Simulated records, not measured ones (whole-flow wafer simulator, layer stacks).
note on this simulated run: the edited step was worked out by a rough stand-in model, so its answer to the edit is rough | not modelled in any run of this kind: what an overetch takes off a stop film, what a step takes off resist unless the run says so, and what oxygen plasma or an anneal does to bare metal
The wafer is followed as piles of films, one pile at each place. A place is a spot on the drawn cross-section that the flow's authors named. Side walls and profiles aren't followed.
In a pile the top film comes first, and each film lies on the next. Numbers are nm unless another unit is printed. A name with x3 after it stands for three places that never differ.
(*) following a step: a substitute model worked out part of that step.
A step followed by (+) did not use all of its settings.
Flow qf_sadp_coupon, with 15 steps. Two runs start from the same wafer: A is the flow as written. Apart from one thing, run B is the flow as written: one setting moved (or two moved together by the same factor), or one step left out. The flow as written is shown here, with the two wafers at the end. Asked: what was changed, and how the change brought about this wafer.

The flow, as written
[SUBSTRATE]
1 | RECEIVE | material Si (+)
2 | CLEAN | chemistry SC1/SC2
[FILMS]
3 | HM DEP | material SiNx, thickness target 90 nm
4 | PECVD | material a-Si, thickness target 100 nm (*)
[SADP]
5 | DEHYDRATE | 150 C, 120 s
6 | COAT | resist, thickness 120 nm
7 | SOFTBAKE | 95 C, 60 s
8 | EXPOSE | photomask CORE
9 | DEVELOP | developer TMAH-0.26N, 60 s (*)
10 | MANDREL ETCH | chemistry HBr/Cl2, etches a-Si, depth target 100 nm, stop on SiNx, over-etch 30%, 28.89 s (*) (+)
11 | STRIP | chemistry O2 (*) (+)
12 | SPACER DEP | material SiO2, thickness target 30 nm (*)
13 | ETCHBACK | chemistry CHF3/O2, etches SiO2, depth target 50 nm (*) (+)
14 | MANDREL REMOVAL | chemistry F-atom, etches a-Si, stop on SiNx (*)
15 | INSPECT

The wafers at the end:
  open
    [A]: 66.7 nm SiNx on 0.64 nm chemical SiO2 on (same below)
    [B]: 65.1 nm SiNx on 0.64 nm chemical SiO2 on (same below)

Cause: step 10, MANDREL ETCH: over-etch 41.2% was run, whereas the flow has over-etch 30%.

How this came from the change, step by step:
  10 | MANDREL ETCH | chemistry HBr/Cl2, etches a-Si, depth target 100 nm, stop on SiNx, over-etch 30%, 28.89 s (*) (+)
      m: A -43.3 resist | B -47.1 resist
      open: A -100 a-Si (all of it), -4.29 SiNx | B -100 a-Si (all of it), -5.89 SiNx
  11 | STRIP | chemistry O2 (*) (+)
      m: A +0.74 chemical SiO2 (new film), -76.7 resist (all of it), -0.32 a-Si | B +0.74 chemical SiO2 (new film), -72.9 resist (all of it), -0.33 a-Si
